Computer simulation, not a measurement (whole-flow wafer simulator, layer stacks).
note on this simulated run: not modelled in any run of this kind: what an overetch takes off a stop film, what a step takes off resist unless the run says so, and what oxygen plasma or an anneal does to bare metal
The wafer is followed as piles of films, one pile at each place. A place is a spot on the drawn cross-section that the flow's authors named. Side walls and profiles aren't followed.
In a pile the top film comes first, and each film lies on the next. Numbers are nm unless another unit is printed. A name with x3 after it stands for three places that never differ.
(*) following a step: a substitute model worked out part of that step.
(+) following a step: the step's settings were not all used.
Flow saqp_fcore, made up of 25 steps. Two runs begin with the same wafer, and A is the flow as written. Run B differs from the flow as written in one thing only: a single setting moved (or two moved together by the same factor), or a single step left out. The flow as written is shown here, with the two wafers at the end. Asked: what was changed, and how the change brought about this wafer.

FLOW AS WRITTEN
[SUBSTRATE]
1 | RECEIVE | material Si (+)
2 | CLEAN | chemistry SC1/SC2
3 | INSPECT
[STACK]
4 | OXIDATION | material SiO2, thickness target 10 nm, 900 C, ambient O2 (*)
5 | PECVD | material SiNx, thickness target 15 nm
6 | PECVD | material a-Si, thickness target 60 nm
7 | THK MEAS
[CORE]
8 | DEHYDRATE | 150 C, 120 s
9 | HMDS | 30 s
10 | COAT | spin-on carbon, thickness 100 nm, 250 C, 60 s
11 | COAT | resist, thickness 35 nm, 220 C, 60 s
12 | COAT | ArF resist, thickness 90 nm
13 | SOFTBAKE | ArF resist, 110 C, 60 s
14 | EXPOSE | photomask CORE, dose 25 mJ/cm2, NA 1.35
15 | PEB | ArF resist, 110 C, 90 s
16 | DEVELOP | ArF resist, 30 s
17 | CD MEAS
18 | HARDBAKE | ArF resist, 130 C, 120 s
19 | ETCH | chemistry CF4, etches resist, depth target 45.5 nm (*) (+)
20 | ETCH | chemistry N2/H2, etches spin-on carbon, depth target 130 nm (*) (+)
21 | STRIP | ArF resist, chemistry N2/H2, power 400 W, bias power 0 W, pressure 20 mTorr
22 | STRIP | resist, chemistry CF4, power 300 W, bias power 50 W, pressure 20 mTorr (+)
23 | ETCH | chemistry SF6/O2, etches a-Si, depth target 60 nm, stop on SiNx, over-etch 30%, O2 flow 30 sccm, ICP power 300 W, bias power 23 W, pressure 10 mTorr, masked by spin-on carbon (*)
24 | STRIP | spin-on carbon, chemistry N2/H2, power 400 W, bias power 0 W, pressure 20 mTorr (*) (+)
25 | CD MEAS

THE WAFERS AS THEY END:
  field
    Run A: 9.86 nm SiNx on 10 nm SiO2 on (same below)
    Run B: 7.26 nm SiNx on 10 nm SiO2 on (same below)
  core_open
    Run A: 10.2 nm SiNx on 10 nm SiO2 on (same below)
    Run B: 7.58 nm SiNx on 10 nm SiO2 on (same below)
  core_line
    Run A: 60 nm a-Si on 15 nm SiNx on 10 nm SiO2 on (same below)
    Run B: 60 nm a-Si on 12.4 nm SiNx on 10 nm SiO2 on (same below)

What caused this: step 5, PECVD: thickness target 12.4 nm was run, while the flow as written has thickness target 15 nm.
The wafer itself shows it: core_line has SiNx 12.4, and step 5 as written asks for 15 nm.

Step by step, how the change led to this:
  5 | PECVD | material SiNx, thickness target 15 nm
      field, core_open, core_line: A +15 SiNx (new film) | B +12.4 SiNx (new film)
